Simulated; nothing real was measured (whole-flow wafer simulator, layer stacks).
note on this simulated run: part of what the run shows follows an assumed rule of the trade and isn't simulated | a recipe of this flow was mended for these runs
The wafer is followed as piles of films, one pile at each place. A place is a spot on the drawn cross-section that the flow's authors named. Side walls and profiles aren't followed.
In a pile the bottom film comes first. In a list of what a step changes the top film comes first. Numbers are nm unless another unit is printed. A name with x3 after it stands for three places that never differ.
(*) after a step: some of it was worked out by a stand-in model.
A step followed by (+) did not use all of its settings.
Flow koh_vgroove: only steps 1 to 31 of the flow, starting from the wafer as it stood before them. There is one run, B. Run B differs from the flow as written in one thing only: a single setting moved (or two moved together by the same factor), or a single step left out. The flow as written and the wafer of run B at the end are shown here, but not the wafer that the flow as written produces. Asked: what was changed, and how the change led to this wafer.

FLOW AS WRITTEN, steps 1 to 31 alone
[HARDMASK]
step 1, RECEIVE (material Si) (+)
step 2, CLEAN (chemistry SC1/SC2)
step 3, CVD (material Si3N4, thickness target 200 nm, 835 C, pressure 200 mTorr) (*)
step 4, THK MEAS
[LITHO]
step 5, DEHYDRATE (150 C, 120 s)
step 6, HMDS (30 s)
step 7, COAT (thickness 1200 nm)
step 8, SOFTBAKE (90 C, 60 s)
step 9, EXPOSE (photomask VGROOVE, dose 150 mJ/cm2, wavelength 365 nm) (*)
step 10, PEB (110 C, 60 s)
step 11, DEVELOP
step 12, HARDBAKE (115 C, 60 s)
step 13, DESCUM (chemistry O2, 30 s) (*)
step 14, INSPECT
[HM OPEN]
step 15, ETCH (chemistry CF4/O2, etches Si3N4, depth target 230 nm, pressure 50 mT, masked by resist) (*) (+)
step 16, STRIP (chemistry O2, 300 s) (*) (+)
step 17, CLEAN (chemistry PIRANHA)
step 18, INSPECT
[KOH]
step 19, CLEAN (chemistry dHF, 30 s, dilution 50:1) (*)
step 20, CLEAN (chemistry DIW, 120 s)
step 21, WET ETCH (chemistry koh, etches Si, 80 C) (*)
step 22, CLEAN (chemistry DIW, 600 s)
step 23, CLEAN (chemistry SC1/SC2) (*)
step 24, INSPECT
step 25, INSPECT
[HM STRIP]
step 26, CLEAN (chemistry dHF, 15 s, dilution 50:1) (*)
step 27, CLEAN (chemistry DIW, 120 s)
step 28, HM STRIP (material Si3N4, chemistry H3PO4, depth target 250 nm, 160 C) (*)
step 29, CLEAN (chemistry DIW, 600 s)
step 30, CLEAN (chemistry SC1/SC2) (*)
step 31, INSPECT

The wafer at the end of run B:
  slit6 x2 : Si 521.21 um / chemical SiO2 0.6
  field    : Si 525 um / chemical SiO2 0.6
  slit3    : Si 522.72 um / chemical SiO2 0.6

Cause: step 3, CVD: thickness target 181.2 nm was run, while the flow as written has thickness target 200 nm.

Step by step, how the change led to this:
  step 3, CVD (material Si3N4, thickness target 200 nm, 835 C, pressure 200 mTorr) (*)
      field, slit3, slit2, slit6 x2: Si3N4 gains 181.2 (new film) (as written it would have been: Si3N4 gains 200 (new film))
  step 15, ETCH (chemistry CF4/O2, etches Si3N4, depth target 230 nm, pressure 50 mT, masked by resist) (*) (+)
      slit3, slit2, slit6 x2: Si3N4 loses 181.2 (all of it), chemical SiO2 loses 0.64 (all of it), Si loses 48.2 (as written it would have been: Si3N4 loses 200 (all of it), chemical SiO2 loses 0.64 (all of it), Si loses 29.4)
  step 28, HM STRIP (material Si3N4, chemistry H3PO4, depth target 250 nm, 160 C) (*)
      field: Si3N4 loses 179.9 (all of it), chemical SiO2 loses 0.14, Si loses 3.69 (as written it would have been: Si3N4 loses 198.7 (all of it), chemical SiO2 loses 0.14, Si loses 2.75)
